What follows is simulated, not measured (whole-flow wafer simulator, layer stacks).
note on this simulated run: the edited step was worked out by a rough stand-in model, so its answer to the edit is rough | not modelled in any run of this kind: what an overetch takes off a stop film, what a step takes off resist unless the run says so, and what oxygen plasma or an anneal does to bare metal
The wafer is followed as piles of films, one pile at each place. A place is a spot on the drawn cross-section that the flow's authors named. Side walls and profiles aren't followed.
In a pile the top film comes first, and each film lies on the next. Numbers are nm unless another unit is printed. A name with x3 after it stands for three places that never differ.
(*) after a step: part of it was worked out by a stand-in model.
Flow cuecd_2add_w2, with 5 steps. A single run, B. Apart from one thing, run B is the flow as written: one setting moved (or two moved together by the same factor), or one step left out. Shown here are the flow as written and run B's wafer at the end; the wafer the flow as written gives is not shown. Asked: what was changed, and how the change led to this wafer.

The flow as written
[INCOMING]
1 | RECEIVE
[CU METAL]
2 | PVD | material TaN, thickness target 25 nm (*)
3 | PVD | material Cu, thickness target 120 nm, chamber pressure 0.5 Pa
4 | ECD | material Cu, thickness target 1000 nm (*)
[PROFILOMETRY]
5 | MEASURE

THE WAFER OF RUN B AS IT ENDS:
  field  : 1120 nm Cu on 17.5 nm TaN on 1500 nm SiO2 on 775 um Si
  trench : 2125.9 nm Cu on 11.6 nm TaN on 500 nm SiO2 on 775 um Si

The reason: step 2, PVD: thickness target 17.5 nm was run, whereas the flow has thickness target 25 nm.
The wafer itself shows it: field has TaN 17.5, and step 2 as written asks for 25 nm.

The path from the change to this, step by step:
  2 | PVD | material TaN, thickness target 25 nm (*)
      field: TaN gains 17.5 (new film) (in the flow as written it would be: TaN gains 25 (new film))
      trench: TaN gains 11.6 (new film) (in the flow as written it would be: TaN gains 16.6 (new film))
